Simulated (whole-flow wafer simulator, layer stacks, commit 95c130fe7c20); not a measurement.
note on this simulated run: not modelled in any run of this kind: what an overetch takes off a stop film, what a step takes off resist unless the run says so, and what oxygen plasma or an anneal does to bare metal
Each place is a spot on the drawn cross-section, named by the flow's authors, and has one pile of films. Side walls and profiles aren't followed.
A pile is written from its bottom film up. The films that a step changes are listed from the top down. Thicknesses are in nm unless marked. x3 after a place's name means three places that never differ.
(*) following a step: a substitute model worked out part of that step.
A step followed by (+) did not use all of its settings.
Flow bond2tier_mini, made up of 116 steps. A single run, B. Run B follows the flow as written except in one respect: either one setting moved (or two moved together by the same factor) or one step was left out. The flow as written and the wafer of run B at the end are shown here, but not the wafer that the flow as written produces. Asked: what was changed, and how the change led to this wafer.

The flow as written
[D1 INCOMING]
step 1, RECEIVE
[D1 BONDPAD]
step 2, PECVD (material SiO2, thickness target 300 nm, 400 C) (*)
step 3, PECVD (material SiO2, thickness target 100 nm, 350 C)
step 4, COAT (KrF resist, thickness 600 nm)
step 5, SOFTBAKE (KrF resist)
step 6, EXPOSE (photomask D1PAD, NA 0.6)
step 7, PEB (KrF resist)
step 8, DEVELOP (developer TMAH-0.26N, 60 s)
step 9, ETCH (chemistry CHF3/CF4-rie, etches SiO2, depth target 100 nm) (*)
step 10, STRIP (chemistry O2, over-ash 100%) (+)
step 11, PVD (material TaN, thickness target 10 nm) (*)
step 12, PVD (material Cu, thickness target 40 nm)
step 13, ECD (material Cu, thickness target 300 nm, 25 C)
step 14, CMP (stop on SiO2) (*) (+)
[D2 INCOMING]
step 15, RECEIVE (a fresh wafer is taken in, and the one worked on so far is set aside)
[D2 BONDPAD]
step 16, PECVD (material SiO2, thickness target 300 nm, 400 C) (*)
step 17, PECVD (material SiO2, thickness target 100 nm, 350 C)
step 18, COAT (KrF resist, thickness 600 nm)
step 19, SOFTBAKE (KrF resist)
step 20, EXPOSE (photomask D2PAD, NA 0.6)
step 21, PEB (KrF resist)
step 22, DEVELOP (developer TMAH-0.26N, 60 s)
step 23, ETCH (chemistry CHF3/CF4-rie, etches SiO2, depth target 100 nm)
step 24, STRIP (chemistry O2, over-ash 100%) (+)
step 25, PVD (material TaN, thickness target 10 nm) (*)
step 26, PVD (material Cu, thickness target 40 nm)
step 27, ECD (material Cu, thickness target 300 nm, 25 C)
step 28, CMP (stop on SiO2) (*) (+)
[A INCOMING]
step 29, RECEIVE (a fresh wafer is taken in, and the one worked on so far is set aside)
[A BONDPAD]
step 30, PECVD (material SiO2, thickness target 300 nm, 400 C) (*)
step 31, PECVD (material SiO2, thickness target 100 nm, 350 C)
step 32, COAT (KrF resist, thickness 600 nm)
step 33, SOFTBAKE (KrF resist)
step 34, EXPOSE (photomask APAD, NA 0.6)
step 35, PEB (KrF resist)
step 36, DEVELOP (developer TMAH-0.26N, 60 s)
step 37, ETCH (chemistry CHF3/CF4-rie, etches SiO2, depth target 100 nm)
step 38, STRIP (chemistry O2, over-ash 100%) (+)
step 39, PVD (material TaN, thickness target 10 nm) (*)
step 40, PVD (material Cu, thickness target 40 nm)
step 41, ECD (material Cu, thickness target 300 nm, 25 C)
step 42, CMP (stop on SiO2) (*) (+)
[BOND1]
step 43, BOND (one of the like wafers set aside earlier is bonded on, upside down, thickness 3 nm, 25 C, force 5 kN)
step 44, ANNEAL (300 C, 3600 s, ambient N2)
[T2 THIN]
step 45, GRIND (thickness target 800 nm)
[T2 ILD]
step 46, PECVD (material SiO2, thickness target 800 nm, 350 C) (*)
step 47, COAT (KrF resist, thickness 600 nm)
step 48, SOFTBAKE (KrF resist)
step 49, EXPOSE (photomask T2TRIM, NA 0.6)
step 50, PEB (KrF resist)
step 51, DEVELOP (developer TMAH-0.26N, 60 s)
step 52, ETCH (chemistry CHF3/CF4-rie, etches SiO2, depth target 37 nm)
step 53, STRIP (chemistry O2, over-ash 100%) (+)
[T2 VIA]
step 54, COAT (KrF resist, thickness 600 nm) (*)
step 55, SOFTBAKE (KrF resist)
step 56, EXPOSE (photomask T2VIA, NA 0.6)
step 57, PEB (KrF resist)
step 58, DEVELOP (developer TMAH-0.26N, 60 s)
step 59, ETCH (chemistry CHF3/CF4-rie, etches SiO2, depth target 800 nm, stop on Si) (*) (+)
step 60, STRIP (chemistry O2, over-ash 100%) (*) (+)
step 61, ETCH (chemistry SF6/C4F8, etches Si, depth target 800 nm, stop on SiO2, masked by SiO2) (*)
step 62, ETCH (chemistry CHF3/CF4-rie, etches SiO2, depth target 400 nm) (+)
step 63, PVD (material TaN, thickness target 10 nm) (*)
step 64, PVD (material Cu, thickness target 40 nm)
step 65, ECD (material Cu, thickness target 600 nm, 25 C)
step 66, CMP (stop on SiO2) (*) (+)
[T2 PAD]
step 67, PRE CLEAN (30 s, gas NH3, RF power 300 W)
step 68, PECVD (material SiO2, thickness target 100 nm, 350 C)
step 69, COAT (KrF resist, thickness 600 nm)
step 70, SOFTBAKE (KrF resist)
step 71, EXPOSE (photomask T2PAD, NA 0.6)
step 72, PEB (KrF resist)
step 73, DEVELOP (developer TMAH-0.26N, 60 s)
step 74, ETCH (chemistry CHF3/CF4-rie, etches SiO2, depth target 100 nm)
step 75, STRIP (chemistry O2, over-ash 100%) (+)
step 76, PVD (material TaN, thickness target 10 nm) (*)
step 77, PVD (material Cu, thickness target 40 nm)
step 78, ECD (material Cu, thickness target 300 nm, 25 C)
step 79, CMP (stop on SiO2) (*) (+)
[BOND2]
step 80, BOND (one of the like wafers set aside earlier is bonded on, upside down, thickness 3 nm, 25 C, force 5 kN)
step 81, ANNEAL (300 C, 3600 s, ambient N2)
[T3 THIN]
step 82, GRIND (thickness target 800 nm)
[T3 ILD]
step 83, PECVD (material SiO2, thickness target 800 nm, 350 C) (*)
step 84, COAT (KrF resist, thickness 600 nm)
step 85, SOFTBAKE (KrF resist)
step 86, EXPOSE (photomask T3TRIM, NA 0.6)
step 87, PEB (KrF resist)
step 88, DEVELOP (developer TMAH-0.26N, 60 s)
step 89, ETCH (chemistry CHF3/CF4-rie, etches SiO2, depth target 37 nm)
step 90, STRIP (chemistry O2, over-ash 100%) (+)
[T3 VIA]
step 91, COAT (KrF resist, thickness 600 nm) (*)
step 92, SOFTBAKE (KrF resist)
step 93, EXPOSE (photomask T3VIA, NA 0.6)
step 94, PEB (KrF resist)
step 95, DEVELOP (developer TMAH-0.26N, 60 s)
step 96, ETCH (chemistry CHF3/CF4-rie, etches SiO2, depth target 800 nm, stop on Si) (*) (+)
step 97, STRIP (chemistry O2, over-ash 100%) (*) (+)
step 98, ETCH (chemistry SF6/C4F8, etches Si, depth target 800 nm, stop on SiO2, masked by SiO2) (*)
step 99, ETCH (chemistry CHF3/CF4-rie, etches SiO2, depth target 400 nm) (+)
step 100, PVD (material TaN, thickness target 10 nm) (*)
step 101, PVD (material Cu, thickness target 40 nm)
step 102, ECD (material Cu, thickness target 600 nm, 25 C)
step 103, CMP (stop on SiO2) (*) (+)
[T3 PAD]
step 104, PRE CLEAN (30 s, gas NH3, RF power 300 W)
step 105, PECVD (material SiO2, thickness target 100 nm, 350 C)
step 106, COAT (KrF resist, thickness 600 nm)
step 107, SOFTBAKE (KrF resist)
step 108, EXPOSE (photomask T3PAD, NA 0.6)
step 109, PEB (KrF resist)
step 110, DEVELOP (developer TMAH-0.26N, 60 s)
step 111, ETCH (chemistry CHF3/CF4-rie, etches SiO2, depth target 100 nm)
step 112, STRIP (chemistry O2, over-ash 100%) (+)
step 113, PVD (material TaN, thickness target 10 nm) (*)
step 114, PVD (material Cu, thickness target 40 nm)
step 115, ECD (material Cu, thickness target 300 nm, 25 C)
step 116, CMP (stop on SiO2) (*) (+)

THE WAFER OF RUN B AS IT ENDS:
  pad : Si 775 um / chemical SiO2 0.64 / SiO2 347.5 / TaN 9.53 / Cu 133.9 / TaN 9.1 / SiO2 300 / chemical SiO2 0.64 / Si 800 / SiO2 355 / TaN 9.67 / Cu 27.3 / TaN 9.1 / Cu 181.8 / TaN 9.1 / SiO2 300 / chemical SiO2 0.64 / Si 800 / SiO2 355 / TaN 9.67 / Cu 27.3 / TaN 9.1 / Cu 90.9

What caused this: step 37, ETCH: depth target 52.5 nm was run, while the flow as written has depth target 100 nm.

How this came from the change, step by step:
  step 37, ETCH (chemistry CHF3/CF4-rie, etches SiO2, depth target 100 nm)
      pad, via: SiO2 loses 52.5 (as written it would have been: SiO2 loses 100)
      field: KrF resist loses 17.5 (as written it would have been: KrF resist loses 33.3)
  step 38, STRIP (chemistry O2, over-ash 100%) (+)
      field: KrF resist loses 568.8 (all of it) (as written it would have been: KrF resist loses 552.9 (all of it))
  step 40, PVD (material Cu, thickness target 40 nm)
      pad: Cu gains 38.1 (new film) (as written it would have been: Cu gains 36.4 (new film))
  step 41, ECD (material Cu, thickness target 300 nm, 25 C)
      pad: Cu gains 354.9 (as written it would have been: Cu gains 404.5)
      via: Cu gains 352.5 (as written it would have been: Cu gains 400.2)
